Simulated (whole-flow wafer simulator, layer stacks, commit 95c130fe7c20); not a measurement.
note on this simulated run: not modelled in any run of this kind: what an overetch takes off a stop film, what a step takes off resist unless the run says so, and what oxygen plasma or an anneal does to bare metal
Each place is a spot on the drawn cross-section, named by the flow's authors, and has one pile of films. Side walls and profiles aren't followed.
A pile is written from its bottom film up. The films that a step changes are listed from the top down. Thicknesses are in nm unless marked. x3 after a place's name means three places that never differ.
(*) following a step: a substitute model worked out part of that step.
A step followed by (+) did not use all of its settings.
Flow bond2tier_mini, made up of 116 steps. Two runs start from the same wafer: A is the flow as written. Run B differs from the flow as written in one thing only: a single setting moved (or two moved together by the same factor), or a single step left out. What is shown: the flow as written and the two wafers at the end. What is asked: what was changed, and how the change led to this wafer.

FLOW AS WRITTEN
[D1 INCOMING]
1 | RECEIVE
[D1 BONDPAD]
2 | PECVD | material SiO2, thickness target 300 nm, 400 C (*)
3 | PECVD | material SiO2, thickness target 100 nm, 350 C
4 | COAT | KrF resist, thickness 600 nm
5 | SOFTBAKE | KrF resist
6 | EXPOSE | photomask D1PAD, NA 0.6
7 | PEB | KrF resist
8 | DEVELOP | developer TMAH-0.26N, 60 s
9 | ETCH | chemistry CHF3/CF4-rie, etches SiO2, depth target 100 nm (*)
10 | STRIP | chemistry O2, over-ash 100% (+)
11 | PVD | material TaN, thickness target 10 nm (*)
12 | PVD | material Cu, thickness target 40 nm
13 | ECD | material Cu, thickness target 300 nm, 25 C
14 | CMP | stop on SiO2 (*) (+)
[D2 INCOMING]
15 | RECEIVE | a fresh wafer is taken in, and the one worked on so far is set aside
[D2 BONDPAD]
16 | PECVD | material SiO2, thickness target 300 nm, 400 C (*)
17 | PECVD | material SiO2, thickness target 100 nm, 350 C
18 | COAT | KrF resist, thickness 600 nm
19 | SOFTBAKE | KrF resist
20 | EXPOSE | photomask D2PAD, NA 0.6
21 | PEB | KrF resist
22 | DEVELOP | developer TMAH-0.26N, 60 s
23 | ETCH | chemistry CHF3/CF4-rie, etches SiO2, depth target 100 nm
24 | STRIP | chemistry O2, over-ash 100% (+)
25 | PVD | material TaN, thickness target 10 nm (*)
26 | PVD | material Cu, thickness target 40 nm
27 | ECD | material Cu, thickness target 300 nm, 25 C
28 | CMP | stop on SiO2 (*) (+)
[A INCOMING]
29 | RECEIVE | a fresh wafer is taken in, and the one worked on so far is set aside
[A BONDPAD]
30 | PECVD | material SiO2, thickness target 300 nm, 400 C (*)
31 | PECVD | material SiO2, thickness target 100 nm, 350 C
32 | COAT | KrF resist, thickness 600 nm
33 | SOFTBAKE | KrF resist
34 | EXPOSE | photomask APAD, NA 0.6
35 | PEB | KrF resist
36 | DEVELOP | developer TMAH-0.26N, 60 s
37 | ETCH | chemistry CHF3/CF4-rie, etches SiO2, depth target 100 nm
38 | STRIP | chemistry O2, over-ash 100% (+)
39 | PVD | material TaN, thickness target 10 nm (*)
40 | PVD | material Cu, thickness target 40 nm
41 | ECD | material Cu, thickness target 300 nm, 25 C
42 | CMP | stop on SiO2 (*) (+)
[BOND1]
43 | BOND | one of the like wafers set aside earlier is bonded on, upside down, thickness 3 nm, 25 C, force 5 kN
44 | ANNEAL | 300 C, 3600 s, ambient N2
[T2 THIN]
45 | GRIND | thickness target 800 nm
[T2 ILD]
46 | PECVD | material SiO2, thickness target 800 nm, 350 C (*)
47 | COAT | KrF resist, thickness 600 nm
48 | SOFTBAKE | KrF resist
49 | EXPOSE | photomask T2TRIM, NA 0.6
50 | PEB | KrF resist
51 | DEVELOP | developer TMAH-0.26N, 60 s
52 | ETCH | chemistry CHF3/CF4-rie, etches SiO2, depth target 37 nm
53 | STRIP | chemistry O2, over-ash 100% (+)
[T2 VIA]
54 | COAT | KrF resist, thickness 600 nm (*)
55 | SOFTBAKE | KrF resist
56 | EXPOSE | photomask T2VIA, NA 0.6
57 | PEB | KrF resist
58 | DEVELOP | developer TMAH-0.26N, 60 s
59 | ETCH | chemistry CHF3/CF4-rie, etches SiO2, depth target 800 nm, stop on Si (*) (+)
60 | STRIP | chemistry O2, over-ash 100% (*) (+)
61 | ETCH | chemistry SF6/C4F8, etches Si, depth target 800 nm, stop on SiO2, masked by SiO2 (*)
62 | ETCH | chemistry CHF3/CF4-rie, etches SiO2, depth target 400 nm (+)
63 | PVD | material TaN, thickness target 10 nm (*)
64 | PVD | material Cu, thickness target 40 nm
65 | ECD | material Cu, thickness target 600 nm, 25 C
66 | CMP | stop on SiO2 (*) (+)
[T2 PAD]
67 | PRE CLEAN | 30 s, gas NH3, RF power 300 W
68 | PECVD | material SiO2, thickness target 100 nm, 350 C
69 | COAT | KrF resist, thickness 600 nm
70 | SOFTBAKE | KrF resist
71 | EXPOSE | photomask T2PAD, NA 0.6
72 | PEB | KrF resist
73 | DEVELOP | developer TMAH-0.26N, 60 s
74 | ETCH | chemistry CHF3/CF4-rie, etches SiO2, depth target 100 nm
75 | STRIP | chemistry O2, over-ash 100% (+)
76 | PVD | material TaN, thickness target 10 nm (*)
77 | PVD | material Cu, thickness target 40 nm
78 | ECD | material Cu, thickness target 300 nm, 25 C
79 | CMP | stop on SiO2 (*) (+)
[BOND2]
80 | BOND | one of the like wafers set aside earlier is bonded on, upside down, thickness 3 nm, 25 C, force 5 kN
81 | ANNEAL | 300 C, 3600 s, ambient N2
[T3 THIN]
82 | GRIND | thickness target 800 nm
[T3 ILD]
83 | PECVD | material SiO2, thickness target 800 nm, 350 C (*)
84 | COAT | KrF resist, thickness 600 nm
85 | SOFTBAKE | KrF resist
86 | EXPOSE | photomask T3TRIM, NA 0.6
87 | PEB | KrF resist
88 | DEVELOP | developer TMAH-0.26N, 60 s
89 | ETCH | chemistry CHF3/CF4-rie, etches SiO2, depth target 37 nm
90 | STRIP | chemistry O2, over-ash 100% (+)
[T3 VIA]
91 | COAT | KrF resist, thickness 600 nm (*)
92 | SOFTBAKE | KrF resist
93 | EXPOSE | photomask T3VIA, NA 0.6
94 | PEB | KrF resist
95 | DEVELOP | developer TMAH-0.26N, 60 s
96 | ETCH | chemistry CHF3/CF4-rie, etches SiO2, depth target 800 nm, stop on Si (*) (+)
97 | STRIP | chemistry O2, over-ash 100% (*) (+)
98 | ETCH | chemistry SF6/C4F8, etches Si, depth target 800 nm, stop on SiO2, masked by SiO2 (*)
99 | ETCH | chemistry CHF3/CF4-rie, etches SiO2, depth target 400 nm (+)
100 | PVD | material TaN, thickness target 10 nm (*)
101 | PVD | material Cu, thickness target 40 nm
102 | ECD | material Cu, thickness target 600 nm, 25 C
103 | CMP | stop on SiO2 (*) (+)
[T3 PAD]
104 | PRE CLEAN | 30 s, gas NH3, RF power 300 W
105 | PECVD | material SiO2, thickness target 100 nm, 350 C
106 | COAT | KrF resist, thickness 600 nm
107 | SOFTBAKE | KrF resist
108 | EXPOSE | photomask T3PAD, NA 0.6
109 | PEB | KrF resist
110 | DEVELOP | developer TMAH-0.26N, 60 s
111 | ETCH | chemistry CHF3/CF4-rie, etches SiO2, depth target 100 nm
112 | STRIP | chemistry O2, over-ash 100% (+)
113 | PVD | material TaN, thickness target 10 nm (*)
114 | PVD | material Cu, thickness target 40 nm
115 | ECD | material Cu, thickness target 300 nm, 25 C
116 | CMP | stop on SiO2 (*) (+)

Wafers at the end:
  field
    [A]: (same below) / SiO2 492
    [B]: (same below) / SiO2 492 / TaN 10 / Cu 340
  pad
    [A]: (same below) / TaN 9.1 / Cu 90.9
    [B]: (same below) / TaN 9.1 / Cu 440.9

Cause: step 116, CMP: stop on SiO2 (*) (+), was omitted.

How this came from the change, step by step:
  (no step that both runs have acts differently)
If metal films that touch count as one body, field has 1 body; the flow as written gives 0 bodies.
